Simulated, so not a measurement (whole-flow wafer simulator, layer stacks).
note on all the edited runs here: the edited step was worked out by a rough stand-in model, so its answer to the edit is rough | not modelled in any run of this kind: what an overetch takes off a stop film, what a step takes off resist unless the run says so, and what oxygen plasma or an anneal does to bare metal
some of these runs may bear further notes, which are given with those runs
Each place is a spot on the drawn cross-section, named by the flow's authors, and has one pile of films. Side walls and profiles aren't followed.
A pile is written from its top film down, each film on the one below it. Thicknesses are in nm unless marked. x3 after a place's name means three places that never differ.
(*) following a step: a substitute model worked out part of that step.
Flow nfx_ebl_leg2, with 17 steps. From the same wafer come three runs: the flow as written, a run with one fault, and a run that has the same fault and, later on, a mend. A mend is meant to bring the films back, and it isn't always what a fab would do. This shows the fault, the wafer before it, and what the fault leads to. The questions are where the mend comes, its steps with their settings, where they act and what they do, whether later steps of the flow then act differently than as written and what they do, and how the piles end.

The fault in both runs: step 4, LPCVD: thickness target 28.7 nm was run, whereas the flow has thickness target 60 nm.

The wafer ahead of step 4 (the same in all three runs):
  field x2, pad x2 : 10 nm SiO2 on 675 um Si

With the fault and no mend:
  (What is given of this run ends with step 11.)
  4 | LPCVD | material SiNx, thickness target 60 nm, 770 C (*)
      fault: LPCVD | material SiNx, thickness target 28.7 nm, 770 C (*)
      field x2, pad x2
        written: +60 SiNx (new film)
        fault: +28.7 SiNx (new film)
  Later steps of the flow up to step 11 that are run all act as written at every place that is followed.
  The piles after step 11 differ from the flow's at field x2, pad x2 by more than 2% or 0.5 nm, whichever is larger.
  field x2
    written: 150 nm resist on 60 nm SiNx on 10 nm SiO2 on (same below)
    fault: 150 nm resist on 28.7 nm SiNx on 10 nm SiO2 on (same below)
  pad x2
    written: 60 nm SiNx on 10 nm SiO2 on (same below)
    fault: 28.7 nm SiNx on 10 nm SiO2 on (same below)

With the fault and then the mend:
  The mend stands after step 11.
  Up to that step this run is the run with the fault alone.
  11a | STRIP | resist, chemistry O2, 25 C (*)
      field x2
        -150 resist (all of it)
  11b | CLEAN | chemistry SC1/SC2 (*) (a further turn of the flow's step 2)
      does not change any film at any place that is followed
  11c | LPCVD | material SiNx, thickness target 31.3 nm, 770 C (*) (a further turn of the flow's step 4, with different settings)
      field x2, pad x2
        +31.3 SiNx
  11d | DEHYDRATE | 180 C, 120 s (a further turn of the flow's step 6)
      does not change any film at any place that is followed
  11e | COAT | resist, thickness 150 nm (a further turn of the flow's step 7)
      field x2, pad x2
        +150 resist (new film)
  11f | SOFTBAKE | resist, 150 C, 60 s (a further turn of the flow's step 8)
      does not change any film at any place that is followed
  11g | EXPOSE | PMMA, thickness 150 nm, photomask GRATING (*) (a further turn of the flow's step 9)
      does not change any film at any place that is followed
  11h | DEVELOP | resist, thickness 150 nm, developer developer-C-546, 60 s (*) (a further turn of the flow's step 10)
      pad x2
        -150 resist (all of it)
  Later steps of the flow that are run all act as written at every place that is followed.
  At every place that both follow, the piles at the end match the flow's.
